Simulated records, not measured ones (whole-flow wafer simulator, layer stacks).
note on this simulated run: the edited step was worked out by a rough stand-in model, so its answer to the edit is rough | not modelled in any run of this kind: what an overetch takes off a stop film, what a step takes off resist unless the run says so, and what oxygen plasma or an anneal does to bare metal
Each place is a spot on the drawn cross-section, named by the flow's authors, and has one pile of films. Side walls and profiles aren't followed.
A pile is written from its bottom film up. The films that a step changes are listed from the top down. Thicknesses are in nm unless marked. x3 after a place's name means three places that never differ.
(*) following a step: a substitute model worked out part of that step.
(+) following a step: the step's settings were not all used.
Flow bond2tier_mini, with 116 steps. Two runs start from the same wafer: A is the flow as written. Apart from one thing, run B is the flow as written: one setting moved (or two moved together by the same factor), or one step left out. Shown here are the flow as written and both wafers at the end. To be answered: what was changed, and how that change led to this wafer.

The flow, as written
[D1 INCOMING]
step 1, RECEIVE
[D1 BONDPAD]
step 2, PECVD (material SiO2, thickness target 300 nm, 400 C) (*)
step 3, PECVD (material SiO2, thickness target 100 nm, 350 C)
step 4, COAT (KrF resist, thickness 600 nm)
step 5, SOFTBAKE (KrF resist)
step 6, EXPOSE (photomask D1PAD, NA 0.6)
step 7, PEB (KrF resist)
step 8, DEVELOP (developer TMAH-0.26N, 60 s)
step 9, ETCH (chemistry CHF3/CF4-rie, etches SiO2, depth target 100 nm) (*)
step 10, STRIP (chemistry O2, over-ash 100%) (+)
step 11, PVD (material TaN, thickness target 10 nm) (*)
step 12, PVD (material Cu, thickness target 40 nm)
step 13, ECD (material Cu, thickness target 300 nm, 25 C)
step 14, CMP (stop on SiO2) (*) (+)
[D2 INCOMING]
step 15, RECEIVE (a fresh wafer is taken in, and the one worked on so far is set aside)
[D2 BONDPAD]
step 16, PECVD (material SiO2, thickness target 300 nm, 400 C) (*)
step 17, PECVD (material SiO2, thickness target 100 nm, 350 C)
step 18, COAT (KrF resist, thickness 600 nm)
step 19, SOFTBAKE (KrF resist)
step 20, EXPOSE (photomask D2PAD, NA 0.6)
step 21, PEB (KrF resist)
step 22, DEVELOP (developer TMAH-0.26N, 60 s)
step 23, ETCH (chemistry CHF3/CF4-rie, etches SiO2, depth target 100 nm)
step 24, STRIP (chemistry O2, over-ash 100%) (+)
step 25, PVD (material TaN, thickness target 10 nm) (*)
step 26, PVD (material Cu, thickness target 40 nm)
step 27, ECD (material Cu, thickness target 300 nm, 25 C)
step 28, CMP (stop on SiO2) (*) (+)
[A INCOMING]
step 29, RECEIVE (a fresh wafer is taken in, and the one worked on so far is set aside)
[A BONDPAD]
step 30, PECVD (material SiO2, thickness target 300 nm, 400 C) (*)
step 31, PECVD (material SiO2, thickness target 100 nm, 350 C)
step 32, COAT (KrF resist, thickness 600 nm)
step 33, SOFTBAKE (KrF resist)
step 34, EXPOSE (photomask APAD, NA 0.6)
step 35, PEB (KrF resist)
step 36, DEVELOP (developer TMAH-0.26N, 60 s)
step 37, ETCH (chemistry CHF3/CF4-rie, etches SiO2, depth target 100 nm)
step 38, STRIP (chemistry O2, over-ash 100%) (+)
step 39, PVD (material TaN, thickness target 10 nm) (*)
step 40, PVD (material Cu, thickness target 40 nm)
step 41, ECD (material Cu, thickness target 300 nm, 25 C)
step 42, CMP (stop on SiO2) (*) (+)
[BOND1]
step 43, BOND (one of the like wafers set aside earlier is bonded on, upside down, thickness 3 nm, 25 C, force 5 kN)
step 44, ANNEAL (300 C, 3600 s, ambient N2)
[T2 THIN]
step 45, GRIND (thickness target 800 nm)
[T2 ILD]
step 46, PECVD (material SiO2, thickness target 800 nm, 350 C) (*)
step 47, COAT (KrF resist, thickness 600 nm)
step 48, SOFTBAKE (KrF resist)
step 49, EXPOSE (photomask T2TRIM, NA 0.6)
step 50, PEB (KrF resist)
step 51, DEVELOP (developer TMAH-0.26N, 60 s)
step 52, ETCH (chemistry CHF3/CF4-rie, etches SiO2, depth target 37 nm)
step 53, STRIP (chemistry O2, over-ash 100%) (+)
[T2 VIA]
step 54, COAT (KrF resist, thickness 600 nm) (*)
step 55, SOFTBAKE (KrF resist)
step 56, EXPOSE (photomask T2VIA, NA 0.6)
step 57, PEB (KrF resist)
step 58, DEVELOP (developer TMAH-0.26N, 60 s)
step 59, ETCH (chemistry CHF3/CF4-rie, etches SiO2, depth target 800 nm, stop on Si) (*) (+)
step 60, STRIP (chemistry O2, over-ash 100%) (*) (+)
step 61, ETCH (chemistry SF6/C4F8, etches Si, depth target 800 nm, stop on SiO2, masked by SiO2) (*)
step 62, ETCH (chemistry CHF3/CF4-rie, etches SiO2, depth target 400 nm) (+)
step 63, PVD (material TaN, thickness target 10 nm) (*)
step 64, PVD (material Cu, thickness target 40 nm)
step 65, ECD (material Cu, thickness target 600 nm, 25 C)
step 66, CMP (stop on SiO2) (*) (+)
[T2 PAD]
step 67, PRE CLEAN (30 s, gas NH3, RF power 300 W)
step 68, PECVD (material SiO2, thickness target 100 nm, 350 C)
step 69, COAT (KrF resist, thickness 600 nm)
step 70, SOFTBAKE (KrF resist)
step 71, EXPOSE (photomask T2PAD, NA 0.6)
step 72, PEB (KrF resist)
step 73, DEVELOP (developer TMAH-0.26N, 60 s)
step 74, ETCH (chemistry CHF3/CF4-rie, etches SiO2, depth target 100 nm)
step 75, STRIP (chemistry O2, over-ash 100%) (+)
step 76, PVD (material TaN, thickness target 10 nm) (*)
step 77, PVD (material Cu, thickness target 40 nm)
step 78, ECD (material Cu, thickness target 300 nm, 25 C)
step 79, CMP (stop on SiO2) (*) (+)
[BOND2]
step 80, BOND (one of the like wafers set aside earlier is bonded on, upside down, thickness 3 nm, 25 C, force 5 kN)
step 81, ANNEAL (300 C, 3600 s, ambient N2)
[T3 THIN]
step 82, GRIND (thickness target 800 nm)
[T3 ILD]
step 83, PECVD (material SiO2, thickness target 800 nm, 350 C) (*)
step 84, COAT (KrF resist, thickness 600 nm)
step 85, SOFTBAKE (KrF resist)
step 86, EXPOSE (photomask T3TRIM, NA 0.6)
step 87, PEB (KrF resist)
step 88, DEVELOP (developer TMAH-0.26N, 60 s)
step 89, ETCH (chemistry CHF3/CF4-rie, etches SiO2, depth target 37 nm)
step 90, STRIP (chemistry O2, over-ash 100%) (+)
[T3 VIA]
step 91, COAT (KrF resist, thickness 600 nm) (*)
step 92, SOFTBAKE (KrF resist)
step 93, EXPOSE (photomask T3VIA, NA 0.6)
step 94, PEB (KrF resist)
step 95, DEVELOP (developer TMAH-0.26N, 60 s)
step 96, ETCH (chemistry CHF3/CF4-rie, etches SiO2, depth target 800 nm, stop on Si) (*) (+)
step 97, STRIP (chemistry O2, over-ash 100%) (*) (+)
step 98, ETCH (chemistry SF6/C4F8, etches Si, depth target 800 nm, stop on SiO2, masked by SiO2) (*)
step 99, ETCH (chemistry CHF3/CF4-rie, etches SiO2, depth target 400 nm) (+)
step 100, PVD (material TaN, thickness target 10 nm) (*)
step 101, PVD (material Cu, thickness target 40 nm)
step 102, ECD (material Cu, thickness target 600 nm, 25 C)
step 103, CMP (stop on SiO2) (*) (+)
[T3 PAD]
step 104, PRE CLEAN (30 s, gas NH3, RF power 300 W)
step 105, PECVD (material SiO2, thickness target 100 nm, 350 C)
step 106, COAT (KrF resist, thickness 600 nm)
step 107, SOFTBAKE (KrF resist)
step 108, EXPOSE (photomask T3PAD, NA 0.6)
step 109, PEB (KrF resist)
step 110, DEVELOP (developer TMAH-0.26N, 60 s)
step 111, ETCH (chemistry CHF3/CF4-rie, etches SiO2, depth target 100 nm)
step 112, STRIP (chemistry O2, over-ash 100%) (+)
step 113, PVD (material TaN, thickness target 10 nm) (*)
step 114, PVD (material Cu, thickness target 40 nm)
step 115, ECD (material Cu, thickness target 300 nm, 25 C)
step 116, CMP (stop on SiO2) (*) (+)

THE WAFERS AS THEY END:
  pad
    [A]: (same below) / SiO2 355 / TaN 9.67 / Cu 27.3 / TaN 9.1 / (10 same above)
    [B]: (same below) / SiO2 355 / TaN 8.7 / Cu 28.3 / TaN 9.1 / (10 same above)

The reason: step 63, PVD: thickness target 9 nm was run, while the flow as written has thickness target 10 nm.

Step by step, how the change led to this:
  step 63, PVD (material TaN, thickness target 10 nm) (*)
      field: A +10 TaN (new film) | B +9 TaN (new film)
      pad: A +9.67 TaN (new film) | B +8.7 TaN (new film)
  step 66, CMP (stop on SiO2) (*) (+)
      field: A -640 Cu (all of it), -10 TaN (all of it) | B -640 Cu (all of it), -9 TaN (all of it)
